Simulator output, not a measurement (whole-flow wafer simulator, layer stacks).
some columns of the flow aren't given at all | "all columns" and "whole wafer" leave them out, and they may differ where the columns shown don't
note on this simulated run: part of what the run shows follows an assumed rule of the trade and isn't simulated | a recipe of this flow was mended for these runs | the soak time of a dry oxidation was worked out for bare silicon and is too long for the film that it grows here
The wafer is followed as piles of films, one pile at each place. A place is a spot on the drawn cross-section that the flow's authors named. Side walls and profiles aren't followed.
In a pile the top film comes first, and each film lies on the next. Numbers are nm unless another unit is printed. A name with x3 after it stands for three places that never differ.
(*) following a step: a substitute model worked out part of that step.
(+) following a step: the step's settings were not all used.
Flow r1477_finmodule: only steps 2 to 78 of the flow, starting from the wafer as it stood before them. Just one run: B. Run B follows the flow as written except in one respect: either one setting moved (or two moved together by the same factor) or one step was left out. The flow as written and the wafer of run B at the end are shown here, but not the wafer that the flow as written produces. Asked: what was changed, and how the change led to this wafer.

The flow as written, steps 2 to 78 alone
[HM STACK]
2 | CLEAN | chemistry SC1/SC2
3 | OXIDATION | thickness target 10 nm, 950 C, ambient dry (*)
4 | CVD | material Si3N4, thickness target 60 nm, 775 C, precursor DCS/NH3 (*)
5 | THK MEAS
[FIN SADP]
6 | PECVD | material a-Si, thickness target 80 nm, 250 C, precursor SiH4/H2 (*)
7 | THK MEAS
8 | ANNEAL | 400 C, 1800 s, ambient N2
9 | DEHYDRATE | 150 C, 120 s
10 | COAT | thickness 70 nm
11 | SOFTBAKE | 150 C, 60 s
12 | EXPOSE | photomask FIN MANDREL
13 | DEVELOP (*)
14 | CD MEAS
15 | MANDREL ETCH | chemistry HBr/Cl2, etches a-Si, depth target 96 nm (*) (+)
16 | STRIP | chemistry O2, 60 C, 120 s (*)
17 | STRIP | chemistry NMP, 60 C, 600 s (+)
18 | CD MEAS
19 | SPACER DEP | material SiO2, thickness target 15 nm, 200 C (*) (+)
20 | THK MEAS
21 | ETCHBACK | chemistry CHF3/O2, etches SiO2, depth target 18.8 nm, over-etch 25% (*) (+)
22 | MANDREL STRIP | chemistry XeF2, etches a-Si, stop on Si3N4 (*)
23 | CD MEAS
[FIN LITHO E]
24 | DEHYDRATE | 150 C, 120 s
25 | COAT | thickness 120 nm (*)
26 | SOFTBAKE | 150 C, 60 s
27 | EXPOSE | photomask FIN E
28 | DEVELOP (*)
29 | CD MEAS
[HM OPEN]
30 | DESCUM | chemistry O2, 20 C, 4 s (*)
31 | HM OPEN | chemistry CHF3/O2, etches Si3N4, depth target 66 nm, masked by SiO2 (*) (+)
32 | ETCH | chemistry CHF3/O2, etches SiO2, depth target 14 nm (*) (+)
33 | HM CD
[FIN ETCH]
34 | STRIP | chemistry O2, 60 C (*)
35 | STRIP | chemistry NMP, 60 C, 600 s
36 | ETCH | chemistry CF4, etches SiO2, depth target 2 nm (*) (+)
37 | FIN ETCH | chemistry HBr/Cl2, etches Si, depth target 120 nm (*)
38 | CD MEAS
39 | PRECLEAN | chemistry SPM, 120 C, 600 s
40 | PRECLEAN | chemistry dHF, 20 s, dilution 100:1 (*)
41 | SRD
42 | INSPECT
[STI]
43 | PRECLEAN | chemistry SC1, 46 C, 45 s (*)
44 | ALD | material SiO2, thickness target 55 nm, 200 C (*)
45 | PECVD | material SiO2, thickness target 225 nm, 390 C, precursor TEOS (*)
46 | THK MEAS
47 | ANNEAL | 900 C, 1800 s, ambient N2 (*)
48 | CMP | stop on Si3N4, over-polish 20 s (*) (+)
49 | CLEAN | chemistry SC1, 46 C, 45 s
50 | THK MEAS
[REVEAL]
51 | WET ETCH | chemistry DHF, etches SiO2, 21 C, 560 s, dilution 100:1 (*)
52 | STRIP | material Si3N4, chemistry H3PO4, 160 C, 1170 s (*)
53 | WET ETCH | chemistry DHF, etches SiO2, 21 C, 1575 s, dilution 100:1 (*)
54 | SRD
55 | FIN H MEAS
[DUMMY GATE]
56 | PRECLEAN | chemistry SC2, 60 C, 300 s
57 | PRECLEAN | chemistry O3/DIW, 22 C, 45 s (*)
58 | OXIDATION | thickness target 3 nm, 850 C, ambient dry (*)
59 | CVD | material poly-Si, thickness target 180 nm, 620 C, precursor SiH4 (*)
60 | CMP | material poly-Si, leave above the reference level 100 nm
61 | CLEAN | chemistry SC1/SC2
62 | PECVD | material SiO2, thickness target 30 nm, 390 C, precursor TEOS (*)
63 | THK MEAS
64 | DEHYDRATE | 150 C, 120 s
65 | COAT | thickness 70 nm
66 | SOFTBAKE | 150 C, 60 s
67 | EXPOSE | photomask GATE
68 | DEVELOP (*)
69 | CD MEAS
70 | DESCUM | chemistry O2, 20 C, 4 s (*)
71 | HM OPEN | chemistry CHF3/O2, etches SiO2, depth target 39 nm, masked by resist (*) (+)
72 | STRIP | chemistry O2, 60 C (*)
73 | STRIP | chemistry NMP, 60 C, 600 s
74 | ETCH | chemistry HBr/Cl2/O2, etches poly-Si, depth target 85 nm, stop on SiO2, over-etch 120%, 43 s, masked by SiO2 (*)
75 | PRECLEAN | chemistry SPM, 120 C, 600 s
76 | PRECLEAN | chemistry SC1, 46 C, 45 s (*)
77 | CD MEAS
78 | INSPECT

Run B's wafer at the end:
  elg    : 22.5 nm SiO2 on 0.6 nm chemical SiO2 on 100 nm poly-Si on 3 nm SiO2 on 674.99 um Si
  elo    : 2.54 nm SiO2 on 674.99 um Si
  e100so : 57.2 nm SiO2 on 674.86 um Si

What caused this: step 4, CVD: thickness target 24 nm was run, whereas the flow has thickness target 60 nm.

The path from the change to this, step by step:
  4 | CVD | material Si3N4, thickness target 60 nm, 775 C, precursor DCS/NH3 (*)
      pad, padg, elg and 33 more: +24 Si3N4 (new film) (in the flow as written it would be: +60 Si3N4 (new film))
  31 | HM OPEN | chemistry CHF3/O2, etches Si3N4, depth target 66 nm, masked by SiO2 (*) (+)
      pad, padg, esg and 13 more: -18.1 Si3N4 (all of it), -10 SiO2 (all of it), -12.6 Si (in the flow as written it would be: -54.1 Si3N4 (all of it), -5.95 SiO2)
      s40cg, s45cg, s50cg, s40co, s45co, s50co: -24 Si3N4 (all of it), -10 SiO2 (all of it), -10.7 Si (in the flow as written it would be: -60 Si3N4 (all of it), -3 SiO2)
  32 | ETCH | chemistry CHF3/O2, etches SiO2, depth target 14 nm (*) (+)
      e100sg, s40sg, e100so, s40so: -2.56 Si (in the flow as written it would be: -4.05 SiO2 (all of it), -1.99 Si)
      pad, padg: -2.8 Si (in the flow as written it would be: -4.05 SiO2 (all of it), -1.99 Si)
      (as well as at 16 more places)
  37 | FIN ETCH | chemistry HBr/Cl2, etches Si, depth target 120 nm (*)
      elg, e40lg, e100lg, e200lg, elo, e40lo, e100lo, e200lo: -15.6 Si3N4 (all of it), -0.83 SiO2 (in the flow as written it would be: -17.1 Si3N4)
  40 | PRECLEAN | chemistry dHF, 20 s, dilution 100:1 (*)
      elg, e40lg, e100lg, e200lg, elo, e40lo, e100lo, e200lo: -0.87 SiO2 (in the flow as written it would be: -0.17 Si3N4)
  44 | ALD | material SiO2, thickness target 55 nm, 200 C (*)
      elg, e40lg, e100lg, e200lg, elo, e40lo, e100lo, e200lo: +55 SiO2 (in the flow as written it would be: +55 SiO2 (new film))
      s40cg, s45cg, s50cg, s40co, s45co, s50co: +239 SiO2 (new film) (in the flow as written it would be: +263.2 SiO2 (new film))
      (as well as at 14 more places)
  48 | CMP | stop on Si3N4, over-polish 20 s (*) (+)
      pad, padg: -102 SiO2 (in the flow as written it would be: -79.4 SiO2)
  51 | WET ETCH | chemistry DHF, etches SiO2, 21 C, 560 s, dilution 100:1 (*)
      elg, e40lg, e100lg, e200lg, elo, e40lo, e100lo, e200lo: -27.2 SiO2 (in the flow as written it would be: -22.3 SiO2 (all of it), -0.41 Si3N4)
  52 | STRIP | material Si3N4, chemistry H3PO4, 160 C, 1170 s (*)
      elg, e40lg, e100lg, e200lg, elo, e40lo, e100lo, e200lo: +0.5 chemical SiO2 (new film), -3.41 SiO2 (all of it), -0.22 Si (in the flow as written it would be: -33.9 Si3N4 (all of it), -2.15 SiO2)
      s40sg_line, s45sg_line, s50sg_line, s40so_line, s45so_line, s50so_line: -19.1 Si3N4 (all of it), -2.61 SiO2 (in the flow as written it would be: -55.1 Si3N4 (all of it), -1.49 SiO2)
  53 | WET ETCH | chemistry DHF, etches SiO2, 21 C, 1575 s, dilution 100:1 (*)
      elg, e40lg, e100lg, e200lg, elo, e40lo, e100lo, e200lo: -0.5 chemical SiO2 (all of it) (in the flow as written it would be: -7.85 SiO2 (all of it))
      s40sg_line, s45sg_line, s50sg_line, s40so_line, s45so_line, s50so_line: -7.39 SiO2 (all of it) (in the flow as written it would be: -8.51 SiO2 (all of it))
  59 | CVD | material poly-Si, thickness target 180 nm, 620 C, precursor SiH4 (*)
      s40cg, s40sg, s45cg and 9 more: +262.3 poly-Si (new film) (in the flow as written it would be: +226.3 poly-Si (new film))
      esg, e40sg, e100sg, eso, e40so, e100so: +262.1 poly-Si (new film) (in the flow as written it would be: +226.3 poly-Si (new film))
      (as well as at 2 more places)
  60 | CMP | material poly-Si, leave above the reference level 100 nm
      pad, padg: nothing (in the flow as written it would be: -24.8 poly-Si)
      e200sg, e200so: -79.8 poly-Si (in the flow as written it would be: -72.9 poly-Si)
  74 | ETCH | chemistry HBr/Cl2/O2, etches poly-Si, depth target 85 nm, stop on SiO2, over-etch 120%, 43 s, masked by SiO2 (*)
      eso, e40so, s40co, s45so, s50co, s50so: -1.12 chemical SiO2 (all of it), -179.8 poly-Si (all of it) (in the flow as written it would be: -1.12 chemical SiO2 (all of it), -143.9 poly-Si (all of it), -0.22 SiO2)
      e100so, e200so, s40so, s45co: -1.12 chemical SiO2 (all of it), -179.8 poly-Si (all of it), -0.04 SiO2 (in the flow as written it would be: -1.12 chemical SiO2 (all of it), -143.9 poly-Si (all of it), -0.22 SiO2)
      (as well as at 1 more place)
